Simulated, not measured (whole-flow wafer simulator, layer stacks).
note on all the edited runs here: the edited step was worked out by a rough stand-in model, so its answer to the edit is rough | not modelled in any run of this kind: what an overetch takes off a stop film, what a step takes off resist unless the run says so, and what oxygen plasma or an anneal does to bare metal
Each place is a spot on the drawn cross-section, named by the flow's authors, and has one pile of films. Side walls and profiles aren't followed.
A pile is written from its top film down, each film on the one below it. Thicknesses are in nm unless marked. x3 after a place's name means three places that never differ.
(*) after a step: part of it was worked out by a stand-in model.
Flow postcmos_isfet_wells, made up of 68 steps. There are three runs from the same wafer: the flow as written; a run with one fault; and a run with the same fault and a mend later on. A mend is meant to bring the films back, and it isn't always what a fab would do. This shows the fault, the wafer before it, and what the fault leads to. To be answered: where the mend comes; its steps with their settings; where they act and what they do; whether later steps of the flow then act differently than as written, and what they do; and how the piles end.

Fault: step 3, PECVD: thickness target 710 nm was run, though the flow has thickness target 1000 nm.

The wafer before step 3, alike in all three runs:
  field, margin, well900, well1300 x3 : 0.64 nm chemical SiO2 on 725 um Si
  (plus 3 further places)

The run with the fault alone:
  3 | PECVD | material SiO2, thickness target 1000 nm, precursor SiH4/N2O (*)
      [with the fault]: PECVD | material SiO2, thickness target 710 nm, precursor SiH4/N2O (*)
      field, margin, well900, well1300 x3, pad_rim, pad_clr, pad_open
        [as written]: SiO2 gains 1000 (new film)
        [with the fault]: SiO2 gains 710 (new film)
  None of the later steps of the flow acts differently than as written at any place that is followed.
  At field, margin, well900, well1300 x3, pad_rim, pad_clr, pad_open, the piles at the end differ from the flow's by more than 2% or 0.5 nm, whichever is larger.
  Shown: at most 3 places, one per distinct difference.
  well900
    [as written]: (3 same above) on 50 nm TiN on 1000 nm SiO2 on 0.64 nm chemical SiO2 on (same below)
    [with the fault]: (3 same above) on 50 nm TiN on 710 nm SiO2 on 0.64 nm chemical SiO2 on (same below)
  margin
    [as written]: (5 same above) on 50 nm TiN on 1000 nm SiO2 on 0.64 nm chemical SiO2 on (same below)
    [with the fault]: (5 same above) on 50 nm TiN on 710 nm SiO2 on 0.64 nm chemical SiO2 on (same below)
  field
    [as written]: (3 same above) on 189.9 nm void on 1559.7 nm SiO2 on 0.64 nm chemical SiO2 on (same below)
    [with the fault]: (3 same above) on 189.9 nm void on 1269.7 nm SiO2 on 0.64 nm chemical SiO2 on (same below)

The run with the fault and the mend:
  The mend follows step 3.
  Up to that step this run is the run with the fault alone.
  3a | PECVD | material SiO2, thickness target 290 nm, precursor SiH4/N2O (*) (the flow's step 3 again, with other settings)
      field, margin, well900, well1300 x3, pad_rim, pad_clr, pad_open
        SiO2 gains 290
  None of the later steps of the flow acts differently than as written at any place that is followed.
  The piles end the same as the flow's at every place that both follow.
